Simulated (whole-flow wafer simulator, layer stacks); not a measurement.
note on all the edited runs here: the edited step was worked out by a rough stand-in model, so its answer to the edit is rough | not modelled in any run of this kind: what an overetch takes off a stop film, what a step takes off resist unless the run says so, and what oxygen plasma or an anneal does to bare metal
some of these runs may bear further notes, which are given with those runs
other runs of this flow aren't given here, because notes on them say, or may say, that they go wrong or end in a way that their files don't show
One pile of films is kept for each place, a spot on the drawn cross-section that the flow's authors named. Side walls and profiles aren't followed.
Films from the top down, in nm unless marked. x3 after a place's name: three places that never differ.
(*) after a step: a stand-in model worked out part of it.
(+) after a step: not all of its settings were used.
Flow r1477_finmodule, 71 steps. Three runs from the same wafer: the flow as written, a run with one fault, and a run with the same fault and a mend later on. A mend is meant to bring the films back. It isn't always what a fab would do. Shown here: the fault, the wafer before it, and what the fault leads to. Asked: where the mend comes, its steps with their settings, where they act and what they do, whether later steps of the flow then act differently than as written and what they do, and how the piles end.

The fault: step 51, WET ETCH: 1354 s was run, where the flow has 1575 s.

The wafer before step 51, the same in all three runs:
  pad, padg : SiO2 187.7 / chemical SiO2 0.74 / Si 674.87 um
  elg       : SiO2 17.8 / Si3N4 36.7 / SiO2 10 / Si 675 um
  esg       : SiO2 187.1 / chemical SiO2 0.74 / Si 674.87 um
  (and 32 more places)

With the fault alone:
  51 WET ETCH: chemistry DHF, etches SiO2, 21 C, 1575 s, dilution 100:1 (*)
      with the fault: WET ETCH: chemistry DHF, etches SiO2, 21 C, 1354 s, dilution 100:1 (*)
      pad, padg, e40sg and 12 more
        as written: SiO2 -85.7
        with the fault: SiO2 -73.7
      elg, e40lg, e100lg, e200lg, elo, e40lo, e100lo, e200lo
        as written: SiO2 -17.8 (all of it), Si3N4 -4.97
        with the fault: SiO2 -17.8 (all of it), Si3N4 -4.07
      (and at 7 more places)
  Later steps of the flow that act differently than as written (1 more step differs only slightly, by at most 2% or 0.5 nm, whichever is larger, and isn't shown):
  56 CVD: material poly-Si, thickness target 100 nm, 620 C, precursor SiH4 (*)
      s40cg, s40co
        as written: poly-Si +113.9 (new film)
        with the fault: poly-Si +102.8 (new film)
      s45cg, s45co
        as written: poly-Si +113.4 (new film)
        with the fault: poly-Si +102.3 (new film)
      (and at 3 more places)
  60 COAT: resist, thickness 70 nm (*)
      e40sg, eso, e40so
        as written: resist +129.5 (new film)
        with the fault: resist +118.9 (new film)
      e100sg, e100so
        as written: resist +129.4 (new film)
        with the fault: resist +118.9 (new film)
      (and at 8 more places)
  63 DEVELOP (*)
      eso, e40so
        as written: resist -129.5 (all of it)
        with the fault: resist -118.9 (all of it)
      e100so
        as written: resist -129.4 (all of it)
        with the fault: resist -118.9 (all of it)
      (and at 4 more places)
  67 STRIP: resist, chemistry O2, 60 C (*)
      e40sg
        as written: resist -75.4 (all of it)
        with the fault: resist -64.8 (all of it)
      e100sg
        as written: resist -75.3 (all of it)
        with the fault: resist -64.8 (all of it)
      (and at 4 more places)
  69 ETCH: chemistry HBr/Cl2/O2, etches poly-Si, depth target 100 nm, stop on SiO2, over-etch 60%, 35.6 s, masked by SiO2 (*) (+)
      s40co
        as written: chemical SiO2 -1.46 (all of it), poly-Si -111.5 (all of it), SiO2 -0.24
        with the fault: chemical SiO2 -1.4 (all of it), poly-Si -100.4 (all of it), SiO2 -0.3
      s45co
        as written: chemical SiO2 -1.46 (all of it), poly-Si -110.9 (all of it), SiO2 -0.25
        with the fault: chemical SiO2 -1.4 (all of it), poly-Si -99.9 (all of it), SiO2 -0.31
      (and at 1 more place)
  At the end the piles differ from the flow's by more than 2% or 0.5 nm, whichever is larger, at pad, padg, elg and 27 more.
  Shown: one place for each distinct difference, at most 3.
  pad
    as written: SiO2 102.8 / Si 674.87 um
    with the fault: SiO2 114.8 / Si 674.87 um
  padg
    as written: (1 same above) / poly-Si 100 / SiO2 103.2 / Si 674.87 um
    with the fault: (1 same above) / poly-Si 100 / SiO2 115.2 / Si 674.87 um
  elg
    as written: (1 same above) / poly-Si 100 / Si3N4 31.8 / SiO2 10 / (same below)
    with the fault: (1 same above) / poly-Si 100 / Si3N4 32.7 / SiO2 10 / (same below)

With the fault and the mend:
  The mend comes after step 51.
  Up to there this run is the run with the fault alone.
  51a WET ETCH: chemistry DHF, etches SiO2, 21 C, 220.5 s, dilution 100:1 (*) (the flow's step 51 once more, with other settings)
      pad, padg, e40sg and 12 more
        SiO2 -12
      elg, e40lg, e100lg, e200lg, elo, e40lo, e100lo, e200lo
        Si3N4 -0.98
      esg, s40cg, s45cg, s50cg, s40co, s45co, s50co
        SiO2 -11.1
  No later step of the flow acts differently than as written, at any place that is followed, by more than 2% or 0.5 nm, whichever is larger.
  At the end the piles differ from the flow's only slightly at the places that both follow, by at most 2% or 0.5 nm, whichever is larger.
